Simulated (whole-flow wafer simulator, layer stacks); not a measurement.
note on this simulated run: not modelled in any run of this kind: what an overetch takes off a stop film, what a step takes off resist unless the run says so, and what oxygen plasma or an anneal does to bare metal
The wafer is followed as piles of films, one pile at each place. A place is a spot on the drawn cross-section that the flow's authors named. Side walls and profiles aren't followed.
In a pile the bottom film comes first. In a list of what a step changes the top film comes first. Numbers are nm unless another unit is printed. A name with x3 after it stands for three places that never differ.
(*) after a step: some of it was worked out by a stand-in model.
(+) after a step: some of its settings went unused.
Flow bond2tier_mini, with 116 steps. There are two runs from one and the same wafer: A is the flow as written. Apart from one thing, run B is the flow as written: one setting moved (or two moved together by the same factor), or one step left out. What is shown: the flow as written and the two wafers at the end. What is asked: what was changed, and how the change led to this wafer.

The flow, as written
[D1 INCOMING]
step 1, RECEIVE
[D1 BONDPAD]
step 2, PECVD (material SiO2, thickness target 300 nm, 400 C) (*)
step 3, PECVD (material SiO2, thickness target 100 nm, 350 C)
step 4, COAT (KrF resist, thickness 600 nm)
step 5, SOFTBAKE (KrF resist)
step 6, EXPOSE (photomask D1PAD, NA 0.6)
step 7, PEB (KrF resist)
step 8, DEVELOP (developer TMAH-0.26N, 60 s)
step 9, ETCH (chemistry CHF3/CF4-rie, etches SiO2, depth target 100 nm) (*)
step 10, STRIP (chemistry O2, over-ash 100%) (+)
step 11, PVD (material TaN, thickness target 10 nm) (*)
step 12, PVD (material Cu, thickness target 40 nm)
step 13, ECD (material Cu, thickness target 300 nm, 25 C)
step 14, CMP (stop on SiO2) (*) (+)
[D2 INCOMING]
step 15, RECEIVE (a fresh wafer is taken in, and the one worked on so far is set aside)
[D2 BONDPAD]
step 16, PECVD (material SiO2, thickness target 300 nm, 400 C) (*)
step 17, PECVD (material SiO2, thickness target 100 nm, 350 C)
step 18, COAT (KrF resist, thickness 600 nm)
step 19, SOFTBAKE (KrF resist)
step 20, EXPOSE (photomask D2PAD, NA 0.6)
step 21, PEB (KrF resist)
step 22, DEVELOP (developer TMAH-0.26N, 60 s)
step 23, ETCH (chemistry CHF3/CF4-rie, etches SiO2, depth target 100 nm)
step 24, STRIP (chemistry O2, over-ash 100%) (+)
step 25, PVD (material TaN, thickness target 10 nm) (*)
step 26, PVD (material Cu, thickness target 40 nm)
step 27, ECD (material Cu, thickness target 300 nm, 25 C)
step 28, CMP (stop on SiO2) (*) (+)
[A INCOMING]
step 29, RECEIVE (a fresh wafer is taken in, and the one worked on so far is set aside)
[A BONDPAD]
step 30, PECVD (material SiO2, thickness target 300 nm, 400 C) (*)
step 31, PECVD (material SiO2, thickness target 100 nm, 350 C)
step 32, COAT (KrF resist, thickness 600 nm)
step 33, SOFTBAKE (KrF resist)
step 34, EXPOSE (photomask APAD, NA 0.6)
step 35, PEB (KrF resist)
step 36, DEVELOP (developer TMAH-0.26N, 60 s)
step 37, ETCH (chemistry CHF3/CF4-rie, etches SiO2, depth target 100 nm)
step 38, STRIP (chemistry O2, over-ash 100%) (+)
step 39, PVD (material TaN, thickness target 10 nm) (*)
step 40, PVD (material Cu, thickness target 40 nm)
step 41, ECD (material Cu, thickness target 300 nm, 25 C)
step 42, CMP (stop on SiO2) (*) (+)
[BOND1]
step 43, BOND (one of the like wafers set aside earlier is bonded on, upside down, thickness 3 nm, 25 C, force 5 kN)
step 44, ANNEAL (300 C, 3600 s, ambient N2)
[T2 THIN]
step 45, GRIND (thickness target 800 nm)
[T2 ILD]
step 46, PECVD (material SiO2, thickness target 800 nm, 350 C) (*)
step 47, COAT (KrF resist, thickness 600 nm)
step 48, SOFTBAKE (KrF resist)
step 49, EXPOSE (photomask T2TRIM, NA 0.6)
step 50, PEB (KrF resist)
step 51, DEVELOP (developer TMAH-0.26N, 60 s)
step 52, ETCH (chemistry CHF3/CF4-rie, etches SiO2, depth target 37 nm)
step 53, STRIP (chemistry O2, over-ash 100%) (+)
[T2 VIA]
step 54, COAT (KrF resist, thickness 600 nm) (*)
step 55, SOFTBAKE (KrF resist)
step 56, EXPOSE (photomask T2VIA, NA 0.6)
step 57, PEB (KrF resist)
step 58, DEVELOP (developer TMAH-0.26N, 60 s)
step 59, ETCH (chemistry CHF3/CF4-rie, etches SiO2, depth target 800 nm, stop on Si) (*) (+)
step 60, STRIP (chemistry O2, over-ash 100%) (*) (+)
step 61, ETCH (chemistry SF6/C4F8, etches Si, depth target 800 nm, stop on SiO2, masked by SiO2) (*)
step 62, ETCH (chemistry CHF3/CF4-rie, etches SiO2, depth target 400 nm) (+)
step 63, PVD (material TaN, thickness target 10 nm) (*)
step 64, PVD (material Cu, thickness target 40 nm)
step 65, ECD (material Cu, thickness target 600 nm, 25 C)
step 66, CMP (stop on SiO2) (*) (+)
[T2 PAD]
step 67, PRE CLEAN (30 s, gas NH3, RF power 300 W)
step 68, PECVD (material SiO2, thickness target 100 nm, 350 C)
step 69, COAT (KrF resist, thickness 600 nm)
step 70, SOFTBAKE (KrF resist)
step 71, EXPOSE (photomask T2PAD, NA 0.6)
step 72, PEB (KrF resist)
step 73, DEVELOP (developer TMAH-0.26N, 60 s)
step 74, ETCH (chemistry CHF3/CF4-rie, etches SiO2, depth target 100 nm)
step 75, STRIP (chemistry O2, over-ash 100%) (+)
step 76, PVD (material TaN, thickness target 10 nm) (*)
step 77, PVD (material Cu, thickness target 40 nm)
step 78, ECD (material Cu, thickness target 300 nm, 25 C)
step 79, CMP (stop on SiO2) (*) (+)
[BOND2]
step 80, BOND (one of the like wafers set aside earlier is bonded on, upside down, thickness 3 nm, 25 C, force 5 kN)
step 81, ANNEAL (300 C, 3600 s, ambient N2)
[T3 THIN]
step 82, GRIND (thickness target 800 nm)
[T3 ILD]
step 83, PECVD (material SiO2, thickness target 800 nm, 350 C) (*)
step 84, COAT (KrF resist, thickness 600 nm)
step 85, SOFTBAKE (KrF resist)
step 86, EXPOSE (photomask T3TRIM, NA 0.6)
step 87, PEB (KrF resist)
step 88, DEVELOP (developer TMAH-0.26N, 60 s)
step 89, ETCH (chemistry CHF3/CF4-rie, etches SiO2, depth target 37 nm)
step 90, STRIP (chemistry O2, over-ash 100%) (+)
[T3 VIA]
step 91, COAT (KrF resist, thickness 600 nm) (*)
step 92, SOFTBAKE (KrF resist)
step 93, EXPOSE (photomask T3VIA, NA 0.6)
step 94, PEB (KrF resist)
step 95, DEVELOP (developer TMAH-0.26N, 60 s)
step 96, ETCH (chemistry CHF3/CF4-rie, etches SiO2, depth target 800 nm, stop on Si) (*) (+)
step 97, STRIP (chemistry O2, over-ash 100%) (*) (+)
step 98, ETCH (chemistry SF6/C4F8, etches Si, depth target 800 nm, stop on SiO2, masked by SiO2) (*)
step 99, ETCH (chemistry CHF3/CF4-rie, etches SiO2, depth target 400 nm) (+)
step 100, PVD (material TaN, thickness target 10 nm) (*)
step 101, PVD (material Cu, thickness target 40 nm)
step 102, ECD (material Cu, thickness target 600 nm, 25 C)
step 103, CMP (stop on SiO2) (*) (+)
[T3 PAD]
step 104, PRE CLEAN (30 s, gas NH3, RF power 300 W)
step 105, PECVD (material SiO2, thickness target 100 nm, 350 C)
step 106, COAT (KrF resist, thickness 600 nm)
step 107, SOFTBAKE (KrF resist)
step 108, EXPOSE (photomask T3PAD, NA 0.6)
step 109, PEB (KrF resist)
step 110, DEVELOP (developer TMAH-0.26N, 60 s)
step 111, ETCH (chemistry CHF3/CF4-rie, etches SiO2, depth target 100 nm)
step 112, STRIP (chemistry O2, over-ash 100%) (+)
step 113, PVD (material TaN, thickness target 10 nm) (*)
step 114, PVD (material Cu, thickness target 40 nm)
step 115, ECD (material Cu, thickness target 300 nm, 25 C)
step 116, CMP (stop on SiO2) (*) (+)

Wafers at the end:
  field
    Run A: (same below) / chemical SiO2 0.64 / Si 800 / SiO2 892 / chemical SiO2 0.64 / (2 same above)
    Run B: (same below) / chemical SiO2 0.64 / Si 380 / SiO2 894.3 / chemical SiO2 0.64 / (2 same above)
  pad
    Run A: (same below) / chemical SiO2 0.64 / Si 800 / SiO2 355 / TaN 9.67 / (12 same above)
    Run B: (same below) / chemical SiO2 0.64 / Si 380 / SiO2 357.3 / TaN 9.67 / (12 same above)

What caused this: step 45, GRIND: thickness target 380 nm was run, whereas the flow has thickness target 800 nm.
One can read it off the wafer: field has Si 380, and step 45 as written asks for 800 nm.

How this came from the change, step by step:
  step 45, GRIND (thickness target 800 nm)
      field, pad, via: A Si loses 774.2 um | B Si loses 774.62 um
  step 61, ETCH (chemistry SF6/C4F8, etches Si, depth target 800 nm, stop on SiO2, masked by SiO2) (*)
      field, pad: A SiO2 loses 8 | B SiO2 loses 5.7
